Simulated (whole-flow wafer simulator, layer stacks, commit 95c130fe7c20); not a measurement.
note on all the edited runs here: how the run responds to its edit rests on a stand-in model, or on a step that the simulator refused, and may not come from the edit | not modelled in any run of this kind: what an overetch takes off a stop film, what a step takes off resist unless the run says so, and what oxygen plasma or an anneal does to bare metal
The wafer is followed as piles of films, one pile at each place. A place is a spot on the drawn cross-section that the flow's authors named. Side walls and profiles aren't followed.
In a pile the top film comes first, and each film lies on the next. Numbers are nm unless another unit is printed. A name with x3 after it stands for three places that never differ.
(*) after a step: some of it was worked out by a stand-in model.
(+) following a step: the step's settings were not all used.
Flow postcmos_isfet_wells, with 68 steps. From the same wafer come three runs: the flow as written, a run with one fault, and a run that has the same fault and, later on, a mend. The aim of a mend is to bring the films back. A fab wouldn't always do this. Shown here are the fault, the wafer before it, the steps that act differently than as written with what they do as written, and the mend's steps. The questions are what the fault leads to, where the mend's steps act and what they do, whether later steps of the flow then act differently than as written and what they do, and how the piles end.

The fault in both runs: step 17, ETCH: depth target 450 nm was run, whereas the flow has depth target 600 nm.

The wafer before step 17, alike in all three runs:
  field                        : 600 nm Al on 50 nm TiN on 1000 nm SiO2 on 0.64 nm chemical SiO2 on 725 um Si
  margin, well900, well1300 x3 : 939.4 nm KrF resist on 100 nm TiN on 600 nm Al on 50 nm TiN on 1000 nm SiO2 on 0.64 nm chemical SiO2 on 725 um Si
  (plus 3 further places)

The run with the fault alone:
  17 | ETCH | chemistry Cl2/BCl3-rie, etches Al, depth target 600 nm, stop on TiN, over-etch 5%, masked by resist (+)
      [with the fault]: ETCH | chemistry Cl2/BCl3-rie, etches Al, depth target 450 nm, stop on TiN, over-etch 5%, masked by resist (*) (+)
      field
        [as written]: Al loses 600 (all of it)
        [with the fault]: Al loses 450
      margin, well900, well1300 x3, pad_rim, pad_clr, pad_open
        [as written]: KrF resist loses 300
        [with the fault]: KrF resist loses 225
  Steps later in the flow that act otherwise than as written:
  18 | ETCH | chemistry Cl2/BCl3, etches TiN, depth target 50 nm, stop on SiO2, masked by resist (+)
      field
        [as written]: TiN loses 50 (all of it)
        [with the fault]: Al loses 50
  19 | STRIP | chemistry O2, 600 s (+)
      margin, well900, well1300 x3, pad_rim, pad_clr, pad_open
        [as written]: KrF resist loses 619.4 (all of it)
        [with the fault]: KrF resist loses 694.4 (all of it)
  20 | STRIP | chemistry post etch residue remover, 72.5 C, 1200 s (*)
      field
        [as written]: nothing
        [with the fault]: Al loses 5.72
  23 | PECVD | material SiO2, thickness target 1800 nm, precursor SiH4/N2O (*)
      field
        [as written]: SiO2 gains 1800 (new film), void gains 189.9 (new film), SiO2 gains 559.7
        [with the fault]: SiO2 gains 2405.3 (new film)
  At field, the piles at the end differ from the flow's by more than 2% or 0.5 nm, whichever is larger.
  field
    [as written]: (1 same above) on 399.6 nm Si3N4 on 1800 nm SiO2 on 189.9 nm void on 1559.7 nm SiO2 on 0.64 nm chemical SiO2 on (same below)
    [with the fault]: (1 same above) on 399.6 nm Si3N4 on 2405.3 nm SiO2 on 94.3 nm Al on 50 nm TiN on 1000 nm SiO2 on 0.64 nm chemical SiO2 on (same below)

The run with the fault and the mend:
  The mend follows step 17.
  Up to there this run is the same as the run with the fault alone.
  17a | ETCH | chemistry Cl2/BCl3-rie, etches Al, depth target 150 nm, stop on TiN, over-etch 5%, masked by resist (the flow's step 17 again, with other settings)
      margin, well900, well1300 x3, pad_rim, pad_clr, pad_open
        KrF resist loses 75
      field
        Al loses 150 (all of it)
  Every later step of the flow that is run acts as written at every place that is followed.
  At every place that both follow, the piles at the end match the flow's.
